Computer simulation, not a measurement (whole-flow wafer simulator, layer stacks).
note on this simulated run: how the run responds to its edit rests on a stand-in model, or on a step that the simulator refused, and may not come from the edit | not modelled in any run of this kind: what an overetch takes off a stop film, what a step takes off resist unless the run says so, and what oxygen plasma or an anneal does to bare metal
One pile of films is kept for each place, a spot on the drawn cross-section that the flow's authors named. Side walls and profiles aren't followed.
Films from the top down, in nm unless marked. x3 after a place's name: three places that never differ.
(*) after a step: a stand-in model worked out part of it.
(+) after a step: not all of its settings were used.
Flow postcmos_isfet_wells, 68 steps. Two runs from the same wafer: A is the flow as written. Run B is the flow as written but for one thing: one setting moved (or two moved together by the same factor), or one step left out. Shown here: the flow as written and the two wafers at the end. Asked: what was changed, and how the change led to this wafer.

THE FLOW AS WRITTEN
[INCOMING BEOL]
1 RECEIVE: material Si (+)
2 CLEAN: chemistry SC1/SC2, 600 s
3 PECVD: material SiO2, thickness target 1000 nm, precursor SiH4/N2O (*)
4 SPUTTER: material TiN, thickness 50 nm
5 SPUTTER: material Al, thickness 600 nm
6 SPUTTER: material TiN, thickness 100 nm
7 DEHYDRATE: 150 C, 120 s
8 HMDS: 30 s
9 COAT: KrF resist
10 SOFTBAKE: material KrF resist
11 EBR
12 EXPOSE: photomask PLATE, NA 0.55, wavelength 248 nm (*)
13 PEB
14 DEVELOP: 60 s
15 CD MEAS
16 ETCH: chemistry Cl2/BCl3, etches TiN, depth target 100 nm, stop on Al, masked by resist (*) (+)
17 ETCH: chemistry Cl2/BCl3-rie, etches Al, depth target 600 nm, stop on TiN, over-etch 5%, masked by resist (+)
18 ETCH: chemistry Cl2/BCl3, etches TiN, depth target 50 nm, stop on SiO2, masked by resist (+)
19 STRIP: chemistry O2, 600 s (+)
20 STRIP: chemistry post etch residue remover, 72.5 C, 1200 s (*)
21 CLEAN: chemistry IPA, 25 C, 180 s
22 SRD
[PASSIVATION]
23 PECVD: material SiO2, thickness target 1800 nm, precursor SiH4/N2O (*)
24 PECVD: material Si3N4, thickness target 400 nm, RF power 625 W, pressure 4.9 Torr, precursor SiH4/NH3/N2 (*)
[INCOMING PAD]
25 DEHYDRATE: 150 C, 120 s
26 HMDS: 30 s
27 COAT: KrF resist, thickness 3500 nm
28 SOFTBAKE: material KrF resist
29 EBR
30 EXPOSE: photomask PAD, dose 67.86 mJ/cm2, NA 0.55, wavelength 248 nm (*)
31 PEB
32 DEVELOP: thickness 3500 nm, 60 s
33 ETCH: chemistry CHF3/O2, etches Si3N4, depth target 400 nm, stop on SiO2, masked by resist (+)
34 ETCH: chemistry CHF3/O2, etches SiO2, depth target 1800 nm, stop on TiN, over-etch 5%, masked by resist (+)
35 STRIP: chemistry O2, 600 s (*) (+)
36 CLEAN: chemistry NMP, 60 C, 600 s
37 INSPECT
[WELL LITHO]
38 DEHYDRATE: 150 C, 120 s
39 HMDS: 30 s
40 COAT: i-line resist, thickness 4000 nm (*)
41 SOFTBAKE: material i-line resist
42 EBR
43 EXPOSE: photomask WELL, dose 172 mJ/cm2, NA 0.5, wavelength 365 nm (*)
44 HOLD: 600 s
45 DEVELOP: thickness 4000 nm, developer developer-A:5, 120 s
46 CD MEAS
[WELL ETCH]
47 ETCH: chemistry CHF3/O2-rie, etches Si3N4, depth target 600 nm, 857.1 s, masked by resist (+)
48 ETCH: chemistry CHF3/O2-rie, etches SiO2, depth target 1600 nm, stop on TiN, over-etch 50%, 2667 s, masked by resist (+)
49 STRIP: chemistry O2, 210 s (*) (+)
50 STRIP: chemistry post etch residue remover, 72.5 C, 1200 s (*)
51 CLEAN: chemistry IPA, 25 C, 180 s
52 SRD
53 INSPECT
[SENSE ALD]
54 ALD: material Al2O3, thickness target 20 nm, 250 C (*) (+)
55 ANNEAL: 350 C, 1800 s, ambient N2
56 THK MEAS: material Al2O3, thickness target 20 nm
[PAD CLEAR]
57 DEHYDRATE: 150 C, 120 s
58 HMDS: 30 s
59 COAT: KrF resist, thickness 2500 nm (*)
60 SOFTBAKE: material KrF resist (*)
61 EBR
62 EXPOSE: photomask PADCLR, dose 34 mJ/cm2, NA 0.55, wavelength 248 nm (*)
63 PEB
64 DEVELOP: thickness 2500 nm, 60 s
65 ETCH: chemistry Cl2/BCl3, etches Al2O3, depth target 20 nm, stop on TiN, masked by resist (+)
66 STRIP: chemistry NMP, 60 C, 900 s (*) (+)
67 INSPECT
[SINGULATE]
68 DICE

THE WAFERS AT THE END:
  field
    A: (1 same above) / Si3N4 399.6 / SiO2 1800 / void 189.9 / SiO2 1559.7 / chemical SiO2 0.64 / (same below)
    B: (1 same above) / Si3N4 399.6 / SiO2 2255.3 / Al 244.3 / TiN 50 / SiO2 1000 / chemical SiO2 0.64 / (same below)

The cause: step 17, ETCH: depth target 300 nm was run, where the flow has depth target 600 nm.

How the change led to this, step by step:
  17 ETCH: chemistry Cl2/BCl3-rie, etches Al, depth target 600 nm, stop on TiN, over-etch 5%, masked by resist (+)
      field: A Al -600 (all of it) | B Al -300
      margin, well900, well1300, well2000, well3000, pad_rim, pad_clr, pad_open: A KrF resist -300 | B KrF resist -150
  18 ETCH: chemistry Cl2/BCl3, etches TiN, depth target 50 nm, stop on SiO2, masked by resist (+)
      field: A TiN -50 (all of it) | B Al -50
  19 STRIP: chemistry O2, 600 s (+)
      margin, well900, well1300, well2000, well3000, pad_rim, pad_clr, pad_open: A KrF resist -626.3 (all of it) | B KrF resist -776.3 (all of it)
  20 STRIP: chemistry post etch residue remover, 72.5 C, 1200 s (*)
      field: A nothing | B Al -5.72
  23 PECVD: material SiO2, thickness target 1800 nm, precursor SiH4/N2O (*)
      field: A SiO2 +1800 (new film), void +189.9 (new film), SiO2 +559.7 | B SiO2 +2255.3 (new film)
Counting metal films that touch as one body, field has 1 body; the flow as written gives 0 bodies.
